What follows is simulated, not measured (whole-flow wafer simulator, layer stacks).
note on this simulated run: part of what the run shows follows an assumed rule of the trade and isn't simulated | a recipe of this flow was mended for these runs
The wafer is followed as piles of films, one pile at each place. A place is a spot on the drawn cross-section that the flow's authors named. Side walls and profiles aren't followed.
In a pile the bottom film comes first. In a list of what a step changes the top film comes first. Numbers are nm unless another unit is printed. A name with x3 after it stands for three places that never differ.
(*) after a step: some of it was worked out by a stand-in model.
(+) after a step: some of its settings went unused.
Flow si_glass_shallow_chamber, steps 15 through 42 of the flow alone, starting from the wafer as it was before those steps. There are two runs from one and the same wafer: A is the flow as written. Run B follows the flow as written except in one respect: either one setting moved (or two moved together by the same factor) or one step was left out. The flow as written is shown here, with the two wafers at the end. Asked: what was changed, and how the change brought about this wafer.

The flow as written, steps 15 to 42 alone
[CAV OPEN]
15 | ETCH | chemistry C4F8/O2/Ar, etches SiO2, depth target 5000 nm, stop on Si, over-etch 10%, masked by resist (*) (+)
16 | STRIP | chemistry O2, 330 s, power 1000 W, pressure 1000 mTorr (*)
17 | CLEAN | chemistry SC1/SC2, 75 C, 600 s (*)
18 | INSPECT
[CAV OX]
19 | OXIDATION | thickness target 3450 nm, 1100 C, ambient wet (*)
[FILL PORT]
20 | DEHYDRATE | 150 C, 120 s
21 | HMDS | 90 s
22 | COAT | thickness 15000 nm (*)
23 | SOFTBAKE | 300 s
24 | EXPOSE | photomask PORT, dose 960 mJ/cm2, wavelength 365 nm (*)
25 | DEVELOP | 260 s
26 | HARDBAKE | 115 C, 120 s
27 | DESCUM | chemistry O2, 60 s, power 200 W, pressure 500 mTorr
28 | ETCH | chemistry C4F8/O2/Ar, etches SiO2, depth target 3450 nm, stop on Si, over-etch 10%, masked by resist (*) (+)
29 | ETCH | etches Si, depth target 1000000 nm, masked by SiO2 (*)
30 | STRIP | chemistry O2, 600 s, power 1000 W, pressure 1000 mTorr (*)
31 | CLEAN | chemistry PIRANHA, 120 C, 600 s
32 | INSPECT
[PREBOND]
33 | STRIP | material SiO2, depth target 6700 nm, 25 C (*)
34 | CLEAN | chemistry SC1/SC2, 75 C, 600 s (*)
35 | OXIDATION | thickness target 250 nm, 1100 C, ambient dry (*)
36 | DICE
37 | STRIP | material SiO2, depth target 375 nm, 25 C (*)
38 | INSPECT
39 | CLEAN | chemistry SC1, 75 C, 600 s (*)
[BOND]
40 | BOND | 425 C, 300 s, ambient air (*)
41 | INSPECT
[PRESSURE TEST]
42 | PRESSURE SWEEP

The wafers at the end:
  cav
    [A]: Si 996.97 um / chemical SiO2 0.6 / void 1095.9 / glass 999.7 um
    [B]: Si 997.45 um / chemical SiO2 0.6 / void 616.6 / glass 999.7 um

Cause: step 15, ETCH: depth target 3500 nm was run, though the flow has depth target 5000 nm.

The path from the change to this, step by step:
  15 | ETCH | chemistry C4F8/O2/Ar, etches SiO2, depth target 5000 nm, stop on Si, over-etch 10%, masked by resist (*) (+)
      cav, port: A -5000 SiO2 (all of it), -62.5 Si | B -3850 SiO2
      rim, ramp, septum, ring: A -1100 thick-i-line-resist | B -770 thick-i-line-resist
  16 | STRIP | chemistry O2, 330 s, power 1000 W, pressure 1000 mTorr (*)
      cav, port: A +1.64 chemical SiO2 (new film), -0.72 Si | B nothing
      rim, ramp, septum, ring: A -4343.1 thick-i-line-resist (all of it) | B -4673.1 thick-i-line-resist (all of it)
  17 | CLEAN | chemistry SC1/SC2, 75 C, 600 s (*)
      cav, port: A -1.04 chemical SiO2, -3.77 Si | B -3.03 SiO2
  19 | OXIDATION | thickness target 3450 nm, 1100 C, ambient wet (*)
      cav, port: A +3450 SiO2 (new film), -0.6 chemical SiO2 (all of it), -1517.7 Si | B +2512.1 SiO2, -1105.3 Si
  22 | COAT | thickness 15000 nm (*)
      rim: A +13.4 um thick-i-line-resist (new film) | B +13.69 um thick-i-line-resist (new film)
      ramp: A +12.89 um thick-i-line-resist (new film) | B +13.27 um thick-i-line-resist (new film)
      (also at 4 further places)
  23 | SOFTBAKE | 300 s
      rim: A -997 thick-i-line-resist | B -804.6 thick-i-line-resist
      ramp: A -487.1 thick-i-line-resist | B -387 thick-i-line-resist
      (also at 4 further places)
  25 | DEVELOP | 260 s
      port: A -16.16 um thick-i-line-resist (all of it) | B -15.94 um thick-i-line-resist (all of it)
  26 | HARDBAKE | 115 C, 120 s
      rim, ramp: A -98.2 thick-i-line-resist | B -104 thick-i-line-resist
      cav: A -147.1 thick-i-line-resist | B -144.1 thick-i-line-resist
  28 | ETCH | chemistry C4F8/O2/Ar, etches SiO2, depth target 3450 nm, stop on Si, over-etch 10%, masked by resist (*) (+)
      port: A -3450 SiO2 (all of it), -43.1 Si | B -3659.1 SiO2 (all of it), -17 Si
  29 | ETCH | etches Si, depth target 1000000 nm, masked by SiO2 (*)
      rim: A -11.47 um thick-i-line-resist (all of it), -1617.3 SiO2 | B -11.95 um thick-i-line-resist (all of it), -1366.2 SiO2
      ramp: A -11.47 um thick-i-line-resist (all of it), -1617.3 SiO2 | B -11.95 um thick-i-line-resist (all of it), -1366.3 SiO2
      (also at 3 further places)
  30 | STRIP | chemistry O2, 600 s, power 1000 W, pressure 1000 mTorr (*)
      cav: A -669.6 thick-i-line-resist (all of it) | B -460.4 thick-i-line-resist (all of it)
  33 | STRIP | material SiO2, depth target 6700 nm, 25 C (*)
      rim: A -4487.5 SiO2 (all of it) | B -4738.6 SiO2 (all of it)
      ramp: A -4487.5 SiO2 (all of it) | B -4738.5 SiO2 (all of it)
      (also at 1 further place)
  40 | BOND | 425 C, 300 s, ambient air (*)
      cav: A +999.7 um glass (new film), +1095.9 void (new film) | B +999.7 um glass (new film), +616.6 void (new film)
      port: A +999.7 um glass (new film), +1017.3 hole | B +999.7 um glass (new film), +511.7 hole
